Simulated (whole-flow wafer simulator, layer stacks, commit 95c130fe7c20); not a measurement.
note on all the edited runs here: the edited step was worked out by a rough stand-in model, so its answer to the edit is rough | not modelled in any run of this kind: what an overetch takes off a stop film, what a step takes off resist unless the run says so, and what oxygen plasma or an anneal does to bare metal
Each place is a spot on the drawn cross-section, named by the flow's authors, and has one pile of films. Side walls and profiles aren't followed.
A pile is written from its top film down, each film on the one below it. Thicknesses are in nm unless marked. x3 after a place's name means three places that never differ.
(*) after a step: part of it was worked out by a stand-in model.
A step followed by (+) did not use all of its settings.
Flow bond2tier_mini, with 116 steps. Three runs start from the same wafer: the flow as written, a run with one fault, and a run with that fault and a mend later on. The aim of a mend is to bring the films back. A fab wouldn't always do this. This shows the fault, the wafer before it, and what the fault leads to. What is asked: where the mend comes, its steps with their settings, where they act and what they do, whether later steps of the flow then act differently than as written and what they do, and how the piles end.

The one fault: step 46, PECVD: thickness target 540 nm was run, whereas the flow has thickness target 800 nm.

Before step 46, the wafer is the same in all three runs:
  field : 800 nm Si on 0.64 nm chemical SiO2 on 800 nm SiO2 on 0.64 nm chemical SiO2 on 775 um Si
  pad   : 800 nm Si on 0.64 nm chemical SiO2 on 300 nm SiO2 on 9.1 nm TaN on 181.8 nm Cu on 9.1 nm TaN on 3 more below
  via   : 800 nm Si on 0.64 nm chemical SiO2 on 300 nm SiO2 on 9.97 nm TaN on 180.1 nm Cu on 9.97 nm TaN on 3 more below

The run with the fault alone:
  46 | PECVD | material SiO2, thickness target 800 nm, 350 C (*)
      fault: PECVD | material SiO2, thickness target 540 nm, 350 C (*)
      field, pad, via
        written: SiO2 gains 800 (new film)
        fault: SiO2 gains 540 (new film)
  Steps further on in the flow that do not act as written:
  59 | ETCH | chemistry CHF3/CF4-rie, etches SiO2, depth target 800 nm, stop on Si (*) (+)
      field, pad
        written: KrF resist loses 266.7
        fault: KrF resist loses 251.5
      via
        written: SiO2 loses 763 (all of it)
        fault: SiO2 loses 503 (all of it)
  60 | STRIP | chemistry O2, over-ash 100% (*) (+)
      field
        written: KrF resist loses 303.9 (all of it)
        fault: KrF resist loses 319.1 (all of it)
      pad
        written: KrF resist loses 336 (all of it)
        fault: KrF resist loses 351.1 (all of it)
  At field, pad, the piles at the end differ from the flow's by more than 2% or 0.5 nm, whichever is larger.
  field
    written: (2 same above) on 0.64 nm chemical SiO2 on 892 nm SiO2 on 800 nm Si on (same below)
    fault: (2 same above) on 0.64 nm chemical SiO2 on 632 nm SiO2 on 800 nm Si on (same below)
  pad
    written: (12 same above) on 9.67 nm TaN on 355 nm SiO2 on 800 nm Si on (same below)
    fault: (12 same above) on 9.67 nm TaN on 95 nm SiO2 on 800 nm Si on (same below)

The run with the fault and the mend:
  The mend follows step 51.
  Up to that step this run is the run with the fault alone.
  51a | STRIP | chemistry O2, over-ash 100% (+)
      field
        KrF resist loses 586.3 (all of it)
  51b | PECVD | material SiO2, thickness target 260 nm, 350 C (the flow's step 46 again, with other settings)
      field, pad, via
        SiO2 gains 260
  51c | COAT | KrF resist, thickness 600 nm (the flow's step 47 again)
      field, pad, via
        KrF resist gains 600 (new film)
  51d | SOFTBAKE | KrF resist (the flow's step 48 again)
      leaves every film unchanged at each place that is followed
  51e | EXPOSE | photomask T2TRIM, NA 0.6 (the flow's step 49 again)
      leaves every film unchanged at each place that is followed
  51f | PEB | KrF resist (the flow's step 50 again)
      leaves every film unchanged at each place that is followed
  51g | DEVELOP | developer TMAH-0.26N, 60 s (the flow's step 51 again)
      pad, via
        KrF resist loses 600 (all of it)
      field
        KrF resist loses 13.7
  Every later step of the flow that is run acts as written at every place that is followed.
  By the end, the piles equal the flow's at every place that both follow.
